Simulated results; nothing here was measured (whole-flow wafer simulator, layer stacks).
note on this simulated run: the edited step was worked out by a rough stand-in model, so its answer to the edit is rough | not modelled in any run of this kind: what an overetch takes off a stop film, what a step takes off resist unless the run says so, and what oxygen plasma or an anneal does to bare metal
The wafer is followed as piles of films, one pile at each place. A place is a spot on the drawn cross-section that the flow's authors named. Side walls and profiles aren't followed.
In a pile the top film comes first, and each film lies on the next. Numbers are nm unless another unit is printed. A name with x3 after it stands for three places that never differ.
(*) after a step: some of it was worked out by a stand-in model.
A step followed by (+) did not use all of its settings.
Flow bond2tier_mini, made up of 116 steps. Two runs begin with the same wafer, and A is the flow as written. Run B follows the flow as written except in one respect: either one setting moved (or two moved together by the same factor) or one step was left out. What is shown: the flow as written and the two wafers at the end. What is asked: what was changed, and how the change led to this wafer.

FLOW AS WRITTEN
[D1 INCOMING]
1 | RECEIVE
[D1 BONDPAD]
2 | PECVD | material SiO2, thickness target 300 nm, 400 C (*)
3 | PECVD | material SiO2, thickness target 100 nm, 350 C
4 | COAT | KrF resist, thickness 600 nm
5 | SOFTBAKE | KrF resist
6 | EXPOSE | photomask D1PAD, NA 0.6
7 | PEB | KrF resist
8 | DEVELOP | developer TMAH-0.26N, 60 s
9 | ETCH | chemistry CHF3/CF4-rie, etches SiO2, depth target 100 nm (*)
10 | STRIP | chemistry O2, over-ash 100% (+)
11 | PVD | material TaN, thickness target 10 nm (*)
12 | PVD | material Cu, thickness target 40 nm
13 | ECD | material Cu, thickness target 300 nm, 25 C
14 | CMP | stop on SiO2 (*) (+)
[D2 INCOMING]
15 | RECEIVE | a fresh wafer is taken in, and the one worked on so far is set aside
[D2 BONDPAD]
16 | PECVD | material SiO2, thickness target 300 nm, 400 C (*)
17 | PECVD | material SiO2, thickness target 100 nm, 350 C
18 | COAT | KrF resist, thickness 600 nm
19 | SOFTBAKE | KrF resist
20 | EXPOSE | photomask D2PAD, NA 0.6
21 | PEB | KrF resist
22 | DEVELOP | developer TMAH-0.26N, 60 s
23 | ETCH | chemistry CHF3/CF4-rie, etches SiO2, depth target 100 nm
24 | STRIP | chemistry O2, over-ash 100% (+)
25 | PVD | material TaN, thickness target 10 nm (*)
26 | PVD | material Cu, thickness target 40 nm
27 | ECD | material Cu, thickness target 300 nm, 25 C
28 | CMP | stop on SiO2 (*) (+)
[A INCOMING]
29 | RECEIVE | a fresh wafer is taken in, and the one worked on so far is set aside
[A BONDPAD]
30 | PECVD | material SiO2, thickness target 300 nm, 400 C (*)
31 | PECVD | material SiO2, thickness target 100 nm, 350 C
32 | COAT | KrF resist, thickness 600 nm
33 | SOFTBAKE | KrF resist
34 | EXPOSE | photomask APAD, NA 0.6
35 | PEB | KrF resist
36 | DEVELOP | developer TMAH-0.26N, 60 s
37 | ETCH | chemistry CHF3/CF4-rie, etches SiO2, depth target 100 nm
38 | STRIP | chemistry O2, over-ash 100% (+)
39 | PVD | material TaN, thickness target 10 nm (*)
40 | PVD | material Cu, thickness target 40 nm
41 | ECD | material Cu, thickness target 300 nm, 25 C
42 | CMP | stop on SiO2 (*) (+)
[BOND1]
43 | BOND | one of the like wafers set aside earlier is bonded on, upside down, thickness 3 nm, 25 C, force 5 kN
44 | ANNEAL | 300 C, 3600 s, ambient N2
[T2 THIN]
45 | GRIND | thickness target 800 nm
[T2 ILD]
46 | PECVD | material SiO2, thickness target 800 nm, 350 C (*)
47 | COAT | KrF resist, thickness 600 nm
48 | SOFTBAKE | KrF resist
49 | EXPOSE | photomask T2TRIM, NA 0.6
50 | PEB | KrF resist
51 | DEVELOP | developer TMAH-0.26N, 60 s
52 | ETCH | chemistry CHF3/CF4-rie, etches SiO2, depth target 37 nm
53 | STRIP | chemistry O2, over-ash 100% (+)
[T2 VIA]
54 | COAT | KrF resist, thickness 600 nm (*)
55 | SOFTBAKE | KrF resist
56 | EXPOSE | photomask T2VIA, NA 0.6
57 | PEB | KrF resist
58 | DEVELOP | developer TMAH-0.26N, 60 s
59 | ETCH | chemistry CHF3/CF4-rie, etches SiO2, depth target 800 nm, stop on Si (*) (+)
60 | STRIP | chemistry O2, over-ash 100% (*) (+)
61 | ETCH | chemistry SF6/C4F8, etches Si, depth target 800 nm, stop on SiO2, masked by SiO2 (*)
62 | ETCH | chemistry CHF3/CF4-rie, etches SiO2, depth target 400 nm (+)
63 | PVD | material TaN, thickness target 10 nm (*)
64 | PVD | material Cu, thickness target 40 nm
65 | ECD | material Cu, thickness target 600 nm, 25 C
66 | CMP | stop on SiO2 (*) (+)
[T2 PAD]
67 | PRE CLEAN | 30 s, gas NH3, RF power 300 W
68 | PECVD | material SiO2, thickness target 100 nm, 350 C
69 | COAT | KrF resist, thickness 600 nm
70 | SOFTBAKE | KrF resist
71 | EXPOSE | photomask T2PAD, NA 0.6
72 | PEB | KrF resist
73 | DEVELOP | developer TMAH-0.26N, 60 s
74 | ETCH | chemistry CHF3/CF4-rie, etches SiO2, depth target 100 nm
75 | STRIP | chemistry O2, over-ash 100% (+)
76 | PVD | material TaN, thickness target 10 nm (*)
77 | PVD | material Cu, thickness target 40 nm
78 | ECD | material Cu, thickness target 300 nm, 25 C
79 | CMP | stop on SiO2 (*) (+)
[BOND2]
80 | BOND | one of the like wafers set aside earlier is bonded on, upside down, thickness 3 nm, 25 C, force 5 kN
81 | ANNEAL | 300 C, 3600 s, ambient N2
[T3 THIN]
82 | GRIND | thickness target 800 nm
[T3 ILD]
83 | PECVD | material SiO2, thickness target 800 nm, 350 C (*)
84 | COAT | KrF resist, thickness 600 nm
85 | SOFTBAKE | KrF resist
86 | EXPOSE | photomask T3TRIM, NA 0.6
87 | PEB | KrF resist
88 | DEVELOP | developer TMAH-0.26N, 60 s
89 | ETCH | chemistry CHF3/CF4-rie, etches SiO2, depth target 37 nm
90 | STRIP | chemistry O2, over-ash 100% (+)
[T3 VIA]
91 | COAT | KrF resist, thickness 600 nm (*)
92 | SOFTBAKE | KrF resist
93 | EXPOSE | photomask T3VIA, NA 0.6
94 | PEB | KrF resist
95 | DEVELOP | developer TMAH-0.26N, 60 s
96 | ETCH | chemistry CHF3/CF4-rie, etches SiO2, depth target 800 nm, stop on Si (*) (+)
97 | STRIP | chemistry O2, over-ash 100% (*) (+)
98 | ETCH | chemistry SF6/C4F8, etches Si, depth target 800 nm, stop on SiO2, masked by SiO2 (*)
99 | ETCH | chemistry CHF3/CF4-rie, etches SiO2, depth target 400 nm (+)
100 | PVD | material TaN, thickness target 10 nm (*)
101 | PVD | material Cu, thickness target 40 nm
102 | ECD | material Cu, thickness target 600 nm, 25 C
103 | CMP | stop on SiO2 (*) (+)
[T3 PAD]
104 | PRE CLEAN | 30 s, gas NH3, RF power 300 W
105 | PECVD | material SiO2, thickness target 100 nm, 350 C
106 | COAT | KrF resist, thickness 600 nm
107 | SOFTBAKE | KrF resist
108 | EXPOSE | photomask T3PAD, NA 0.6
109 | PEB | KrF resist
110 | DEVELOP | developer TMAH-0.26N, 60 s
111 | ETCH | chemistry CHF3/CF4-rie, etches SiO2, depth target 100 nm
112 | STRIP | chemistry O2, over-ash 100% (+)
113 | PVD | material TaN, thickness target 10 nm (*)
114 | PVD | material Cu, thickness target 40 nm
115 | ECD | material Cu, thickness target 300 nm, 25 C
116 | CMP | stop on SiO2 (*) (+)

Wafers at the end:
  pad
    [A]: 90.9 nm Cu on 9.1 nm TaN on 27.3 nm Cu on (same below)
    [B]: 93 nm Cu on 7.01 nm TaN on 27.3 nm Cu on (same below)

What caused this: step 113, PVD: thickness target 7.7 nm was run, though the flow has thickness target 10 nm.

The path from the change to this, step by step:
  113 | PVD | material TaN, thickness target 10 nm (*)
      field: A TaN gains 10 (new film) | B TaN gains 7.7 (new film)
      pad: A TaN gains 9.1 (new film) | B TaN gains 7.01 (new film)
  116 | CMP | stop on SiO2 (*) (+)
      field: A Cu loses 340 (all of it), TaN loses 10 (all of it) | B Cu loses 340 (all of it), TaN loses 7.7 (all of it)
